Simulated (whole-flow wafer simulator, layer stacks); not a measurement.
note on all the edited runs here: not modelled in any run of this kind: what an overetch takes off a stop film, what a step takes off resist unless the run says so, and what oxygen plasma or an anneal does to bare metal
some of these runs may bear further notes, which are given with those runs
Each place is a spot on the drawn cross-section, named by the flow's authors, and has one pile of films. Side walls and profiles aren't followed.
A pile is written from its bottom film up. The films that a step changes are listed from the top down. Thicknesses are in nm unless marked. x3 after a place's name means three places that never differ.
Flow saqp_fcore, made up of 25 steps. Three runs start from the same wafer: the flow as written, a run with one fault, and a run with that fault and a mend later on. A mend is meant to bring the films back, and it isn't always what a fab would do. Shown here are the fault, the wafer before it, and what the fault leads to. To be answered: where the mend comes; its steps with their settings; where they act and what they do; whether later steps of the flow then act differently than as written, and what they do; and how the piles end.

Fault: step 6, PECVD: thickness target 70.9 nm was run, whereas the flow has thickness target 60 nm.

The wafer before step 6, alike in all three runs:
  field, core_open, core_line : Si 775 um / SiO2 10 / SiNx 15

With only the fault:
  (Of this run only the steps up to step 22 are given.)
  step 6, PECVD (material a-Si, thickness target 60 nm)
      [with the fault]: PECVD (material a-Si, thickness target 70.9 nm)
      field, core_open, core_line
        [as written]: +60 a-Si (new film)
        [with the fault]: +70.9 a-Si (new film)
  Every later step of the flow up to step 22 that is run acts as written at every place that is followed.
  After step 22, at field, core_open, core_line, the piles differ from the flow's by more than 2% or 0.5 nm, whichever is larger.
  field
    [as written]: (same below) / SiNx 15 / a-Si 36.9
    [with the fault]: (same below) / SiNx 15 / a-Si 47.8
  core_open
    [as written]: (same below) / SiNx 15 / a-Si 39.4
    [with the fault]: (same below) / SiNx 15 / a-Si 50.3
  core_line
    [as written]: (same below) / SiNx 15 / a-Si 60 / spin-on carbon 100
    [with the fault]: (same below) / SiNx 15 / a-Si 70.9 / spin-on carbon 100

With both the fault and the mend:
  After step 7 comes the mend.
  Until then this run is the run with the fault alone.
  step 7a, ETCH (chemistry tmah, depth target 81.53 nm)
      field, core_open, core_line
        -70.9 a-Si (all of it)
  step 7b, PECVD (material a-Si, thickness target 60 nm) (the flow's step 6 again)
      field, core_open, core_line
        +60 a-Si (new film)
  Every later step of the flow that is run acts as written at every place that is followed.
  By the end, the piles equal the flow's at every place that both follow.
